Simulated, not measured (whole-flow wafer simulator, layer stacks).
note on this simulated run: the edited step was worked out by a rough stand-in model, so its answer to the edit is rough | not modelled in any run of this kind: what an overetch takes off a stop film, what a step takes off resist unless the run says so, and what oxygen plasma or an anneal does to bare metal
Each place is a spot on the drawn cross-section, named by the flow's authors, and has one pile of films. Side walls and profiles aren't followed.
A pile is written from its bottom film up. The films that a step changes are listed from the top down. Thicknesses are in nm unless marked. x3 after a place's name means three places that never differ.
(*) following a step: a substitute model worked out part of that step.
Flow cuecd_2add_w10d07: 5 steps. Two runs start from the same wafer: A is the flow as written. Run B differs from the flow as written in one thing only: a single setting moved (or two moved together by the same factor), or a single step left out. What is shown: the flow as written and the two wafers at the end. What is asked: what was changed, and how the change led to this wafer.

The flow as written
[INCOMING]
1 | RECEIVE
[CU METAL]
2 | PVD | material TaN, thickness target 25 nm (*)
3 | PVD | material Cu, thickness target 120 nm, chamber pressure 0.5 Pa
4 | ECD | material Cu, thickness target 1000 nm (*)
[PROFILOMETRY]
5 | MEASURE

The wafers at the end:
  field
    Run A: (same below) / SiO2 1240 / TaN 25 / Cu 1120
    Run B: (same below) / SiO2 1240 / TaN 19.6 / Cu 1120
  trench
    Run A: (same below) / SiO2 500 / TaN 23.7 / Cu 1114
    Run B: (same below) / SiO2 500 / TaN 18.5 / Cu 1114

The reason: step 2, PVD: thickness target 19.6 nm was run, while the flow as written has thickness target 25 nm.
The wafer lets one read it off: field has TaN 19.6, and step 2 as written asks for 25 nm.

The path from the change to this, step by step:
  2 | PVD | material TaN, thickness target 25 nm (*)
      field: A +25 TaN (new film) | B +19.6 TaN (new film)
      trench: A +23.7 TaN (new film) | B +18.5 TaN (new film)
